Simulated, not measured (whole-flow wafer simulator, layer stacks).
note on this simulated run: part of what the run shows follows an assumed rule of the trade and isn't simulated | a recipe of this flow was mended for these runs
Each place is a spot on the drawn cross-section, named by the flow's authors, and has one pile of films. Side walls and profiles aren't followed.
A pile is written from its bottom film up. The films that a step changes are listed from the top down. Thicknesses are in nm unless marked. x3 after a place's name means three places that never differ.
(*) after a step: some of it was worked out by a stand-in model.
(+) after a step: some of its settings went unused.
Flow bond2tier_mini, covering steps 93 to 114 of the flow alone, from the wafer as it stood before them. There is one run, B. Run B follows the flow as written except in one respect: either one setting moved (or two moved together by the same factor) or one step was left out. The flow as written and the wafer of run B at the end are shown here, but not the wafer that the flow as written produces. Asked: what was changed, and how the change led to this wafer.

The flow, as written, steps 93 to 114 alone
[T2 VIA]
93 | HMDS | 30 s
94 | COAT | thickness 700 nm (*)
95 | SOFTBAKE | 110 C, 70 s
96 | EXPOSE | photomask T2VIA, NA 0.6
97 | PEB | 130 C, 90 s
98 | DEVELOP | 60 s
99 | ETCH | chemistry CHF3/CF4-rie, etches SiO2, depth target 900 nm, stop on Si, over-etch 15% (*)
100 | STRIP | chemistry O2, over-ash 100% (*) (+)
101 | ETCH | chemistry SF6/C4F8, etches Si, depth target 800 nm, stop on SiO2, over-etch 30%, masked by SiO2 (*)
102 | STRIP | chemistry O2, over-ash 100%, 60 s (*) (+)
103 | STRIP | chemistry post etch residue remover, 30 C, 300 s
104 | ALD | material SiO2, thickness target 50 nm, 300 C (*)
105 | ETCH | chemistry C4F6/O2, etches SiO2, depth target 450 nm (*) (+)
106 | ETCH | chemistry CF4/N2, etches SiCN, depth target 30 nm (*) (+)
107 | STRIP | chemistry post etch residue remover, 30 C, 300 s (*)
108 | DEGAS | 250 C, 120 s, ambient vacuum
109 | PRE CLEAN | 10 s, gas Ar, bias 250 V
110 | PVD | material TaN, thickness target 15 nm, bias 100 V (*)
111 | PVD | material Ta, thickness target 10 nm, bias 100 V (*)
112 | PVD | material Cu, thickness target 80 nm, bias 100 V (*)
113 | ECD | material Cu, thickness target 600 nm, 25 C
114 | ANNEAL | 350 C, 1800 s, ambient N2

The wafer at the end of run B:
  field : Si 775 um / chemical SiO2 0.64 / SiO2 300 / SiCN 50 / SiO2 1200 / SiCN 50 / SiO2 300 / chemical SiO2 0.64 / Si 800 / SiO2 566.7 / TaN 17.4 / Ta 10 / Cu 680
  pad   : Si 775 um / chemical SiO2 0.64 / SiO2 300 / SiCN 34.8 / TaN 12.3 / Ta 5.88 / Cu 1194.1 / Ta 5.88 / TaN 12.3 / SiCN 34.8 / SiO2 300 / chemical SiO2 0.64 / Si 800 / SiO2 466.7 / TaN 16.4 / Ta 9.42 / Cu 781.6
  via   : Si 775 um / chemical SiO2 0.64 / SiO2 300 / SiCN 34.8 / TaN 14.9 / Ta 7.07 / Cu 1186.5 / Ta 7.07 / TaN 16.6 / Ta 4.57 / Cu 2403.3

The reason: step 110, PVD: thickness target 17.4 nm was run, while the flow as written has thickness target 15 nm.
The wafer itself shows it: field has TaN 17.4, and step 110 as written asks for 15 nm.

How this came from the change, step by step:
  110 | PVD | material TaN, thickness target 15 nm, bias 100 V (*)
      field: TaN gains 17.4 (new film) (in the flow as written it would be: TaN gains 15 (new film))
      pad: TaN gains 16.4 (new film) (in the flow as written it would be: TaN gains 14.2 (new film))
      (as well as at 1 more place)
